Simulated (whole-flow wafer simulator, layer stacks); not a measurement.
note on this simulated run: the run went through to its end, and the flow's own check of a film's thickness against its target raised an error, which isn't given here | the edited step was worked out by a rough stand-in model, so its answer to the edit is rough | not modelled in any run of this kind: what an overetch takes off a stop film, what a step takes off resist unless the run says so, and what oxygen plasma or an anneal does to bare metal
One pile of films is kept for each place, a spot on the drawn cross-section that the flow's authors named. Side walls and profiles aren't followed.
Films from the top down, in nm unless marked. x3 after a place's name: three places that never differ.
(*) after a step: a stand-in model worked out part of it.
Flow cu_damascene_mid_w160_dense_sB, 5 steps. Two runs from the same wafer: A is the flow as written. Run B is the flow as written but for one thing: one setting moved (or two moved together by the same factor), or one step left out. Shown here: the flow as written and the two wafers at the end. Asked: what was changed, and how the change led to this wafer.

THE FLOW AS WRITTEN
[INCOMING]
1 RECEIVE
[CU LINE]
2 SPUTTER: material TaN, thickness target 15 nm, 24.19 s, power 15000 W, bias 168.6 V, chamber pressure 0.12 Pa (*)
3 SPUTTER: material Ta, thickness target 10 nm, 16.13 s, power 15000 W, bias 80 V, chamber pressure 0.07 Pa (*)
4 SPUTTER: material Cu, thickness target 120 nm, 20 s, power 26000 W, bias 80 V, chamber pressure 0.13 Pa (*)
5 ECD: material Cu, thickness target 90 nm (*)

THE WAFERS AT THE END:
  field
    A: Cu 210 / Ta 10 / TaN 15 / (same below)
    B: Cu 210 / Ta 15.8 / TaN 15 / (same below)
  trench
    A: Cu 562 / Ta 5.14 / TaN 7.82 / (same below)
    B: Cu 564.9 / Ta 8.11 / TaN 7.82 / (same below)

The cause: step 3, SPUTTER: thickness target 15.8 nm was run, where the flow has thickness target 10 nm; step 3, SPUTTER: 25.4 s was run, where the flow has 16.13 s.
It can be read off the wafer: field has Ta 15.8, and step 3 as written asks for 10 nm.

How the change led to this, step by step:
  3 SPUTTER: material Ta, thickness target 10 nm, 16.13 s, power 15000 W, bias 80 V, chamber pressure 0.07 Pa (*)
      field: A Ta +10 (new film) | B Ta +15.8 (new film)
      trench: A Ta +5.14 (new film) | B Ta +8.11 (new film)
